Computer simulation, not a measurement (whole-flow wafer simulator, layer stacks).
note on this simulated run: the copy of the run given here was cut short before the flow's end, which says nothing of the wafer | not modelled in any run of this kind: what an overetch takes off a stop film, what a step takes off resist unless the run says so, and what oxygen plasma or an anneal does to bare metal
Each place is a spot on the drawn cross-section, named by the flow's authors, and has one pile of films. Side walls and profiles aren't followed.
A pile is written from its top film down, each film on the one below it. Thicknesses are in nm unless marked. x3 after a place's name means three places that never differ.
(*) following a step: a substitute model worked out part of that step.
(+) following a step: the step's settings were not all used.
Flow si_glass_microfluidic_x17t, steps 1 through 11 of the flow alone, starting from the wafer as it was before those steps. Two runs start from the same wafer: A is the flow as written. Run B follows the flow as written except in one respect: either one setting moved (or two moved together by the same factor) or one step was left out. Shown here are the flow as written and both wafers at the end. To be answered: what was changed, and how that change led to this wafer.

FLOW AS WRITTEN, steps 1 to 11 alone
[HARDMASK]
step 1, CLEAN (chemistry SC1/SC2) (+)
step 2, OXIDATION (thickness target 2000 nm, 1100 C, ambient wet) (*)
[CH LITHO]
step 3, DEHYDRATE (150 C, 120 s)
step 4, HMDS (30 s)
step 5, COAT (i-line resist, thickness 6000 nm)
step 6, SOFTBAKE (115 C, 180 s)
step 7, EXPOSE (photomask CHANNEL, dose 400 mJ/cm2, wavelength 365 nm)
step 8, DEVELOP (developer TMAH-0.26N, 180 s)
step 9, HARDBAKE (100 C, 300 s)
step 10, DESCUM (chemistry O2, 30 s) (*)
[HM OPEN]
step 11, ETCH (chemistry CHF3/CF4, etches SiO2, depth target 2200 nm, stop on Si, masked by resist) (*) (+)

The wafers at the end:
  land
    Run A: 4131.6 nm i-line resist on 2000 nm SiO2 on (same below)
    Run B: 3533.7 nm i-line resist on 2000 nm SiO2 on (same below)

Cause: step 5, COAT: thickness 5400 nm was run, though the flow has thickness 6000 nm.

The path from the change to this, step by step:
  step 5, COAT (i-line resist, thickness 6000 nm)
      land, tr110 x3: A +6000 i-line resist (new film) | B +5400 i-line resist (new film)
  step 8, DEVELOP (developer TMAH-0.26N, 180 s)
      tr110 x3: A -6000 i-line resist (all of it) | B -5400 i-line resist (all of it)
  step 9, HARDBAKE (100 C, 300 s)
      land: A -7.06 i-line resist | B -5.01 i-line resist
